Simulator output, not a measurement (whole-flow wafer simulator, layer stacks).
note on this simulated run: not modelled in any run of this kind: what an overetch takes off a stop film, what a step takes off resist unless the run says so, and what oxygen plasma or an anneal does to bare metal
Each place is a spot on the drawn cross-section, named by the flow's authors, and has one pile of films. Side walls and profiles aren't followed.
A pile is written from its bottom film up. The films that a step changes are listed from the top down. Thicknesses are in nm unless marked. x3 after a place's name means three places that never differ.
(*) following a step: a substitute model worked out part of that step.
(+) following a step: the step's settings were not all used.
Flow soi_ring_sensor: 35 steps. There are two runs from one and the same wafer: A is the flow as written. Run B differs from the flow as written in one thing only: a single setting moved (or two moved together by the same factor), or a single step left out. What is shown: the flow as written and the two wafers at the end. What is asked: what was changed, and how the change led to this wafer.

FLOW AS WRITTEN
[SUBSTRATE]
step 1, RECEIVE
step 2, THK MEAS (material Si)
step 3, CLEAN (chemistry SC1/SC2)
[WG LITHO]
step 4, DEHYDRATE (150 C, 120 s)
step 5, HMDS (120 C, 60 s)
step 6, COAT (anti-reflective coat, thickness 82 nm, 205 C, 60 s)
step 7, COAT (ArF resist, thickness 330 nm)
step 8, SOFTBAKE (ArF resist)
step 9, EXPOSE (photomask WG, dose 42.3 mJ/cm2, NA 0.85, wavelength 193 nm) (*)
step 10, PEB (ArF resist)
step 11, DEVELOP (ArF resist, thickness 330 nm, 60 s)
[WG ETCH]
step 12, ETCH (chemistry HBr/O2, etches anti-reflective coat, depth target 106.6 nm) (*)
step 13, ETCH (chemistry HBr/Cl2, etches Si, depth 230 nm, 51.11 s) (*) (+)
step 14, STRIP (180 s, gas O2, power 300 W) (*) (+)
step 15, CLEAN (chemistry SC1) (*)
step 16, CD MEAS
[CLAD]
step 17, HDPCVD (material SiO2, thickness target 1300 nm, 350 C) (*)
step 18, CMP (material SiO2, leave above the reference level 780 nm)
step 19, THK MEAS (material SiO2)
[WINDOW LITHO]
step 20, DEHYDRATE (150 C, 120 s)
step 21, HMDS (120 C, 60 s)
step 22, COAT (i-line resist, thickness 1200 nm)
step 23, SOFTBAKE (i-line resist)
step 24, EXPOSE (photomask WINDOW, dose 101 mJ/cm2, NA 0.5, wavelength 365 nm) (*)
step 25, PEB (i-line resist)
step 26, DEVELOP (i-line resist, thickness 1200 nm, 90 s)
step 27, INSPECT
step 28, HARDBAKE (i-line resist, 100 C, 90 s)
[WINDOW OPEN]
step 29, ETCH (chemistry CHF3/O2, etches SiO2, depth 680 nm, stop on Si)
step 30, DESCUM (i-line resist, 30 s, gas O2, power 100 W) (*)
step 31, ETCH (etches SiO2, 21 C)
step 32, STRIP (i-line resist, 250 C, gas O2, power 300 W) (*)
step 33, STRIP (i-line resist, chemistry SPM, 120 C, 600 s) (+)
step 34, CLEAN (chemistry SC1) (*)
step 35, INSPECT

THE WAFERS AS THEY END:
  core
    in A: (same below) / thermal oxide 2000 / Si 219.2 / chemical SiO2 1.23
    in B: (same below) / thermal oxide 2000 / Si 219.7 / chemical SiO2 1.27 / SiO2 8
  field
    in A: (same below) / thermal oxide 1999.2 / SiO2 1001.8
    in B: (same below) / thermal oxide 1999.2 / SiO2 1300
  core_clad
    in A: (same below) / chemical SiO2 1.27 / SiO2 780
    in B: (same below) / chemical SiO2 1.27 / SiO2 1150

The reason: step 18, CMP: leave above the reference level 1150 nm was run, whereas the flow has leave above the reference level 780 nm.
The wafer itself shows it: core_clad has SiO2 1150, and step 18 as written asks for 780 nm.

How this came from the change, step by step:
  step 18, CMP (material SiO2, leave above the reference level 780 nm)
      gap, window, field, gap_clad: A SiO2 loses 298.2 | B nothing
      core, core_clad: A SiO2 loses 520 | B SiO2 loses 150
  step 22, COAT (i-line resist, thickness 1200 nm)
      core, core_clad: A i-line resist gains 1200 (new film) | B i-line resist gains 1137.4 (new film)
  step 23, SOFTBAKE (i-line resist)
      core, core_clad: A nothing | B i-line resist loses 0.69
      gap, gap_clad: A nothing | B i-line resist loses 0.88
  step 25, PEB (i-line resist)
      core, core_clad: A i-line resist loses 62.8 | B i-line resist loses 59.4
  step 26, DEVELOP (i-line resist, thickness 1200 nm, 90 s)
      core: A i-line resist loses 1137.2 (all of it) | B i-line resist loses 1077.3 (all of it)
  step 31, ETCH (etches SiO2, 21 C)
      core: A SiO2 loses 100 (all of it), chemical SiO2 loses 1.27 (all of it) | B SiO2 loses 462
  step 32, STRIP (i-line resist, 250 C, gas O2, power 300 W) (*)
      core: A chemical SiO2 gains 1.23 (new film), Si loses 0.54 | B nothing
      core_clad: A i-line resist loses 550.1 (all of it) | B i-line resist loses 490.4 (all of it)
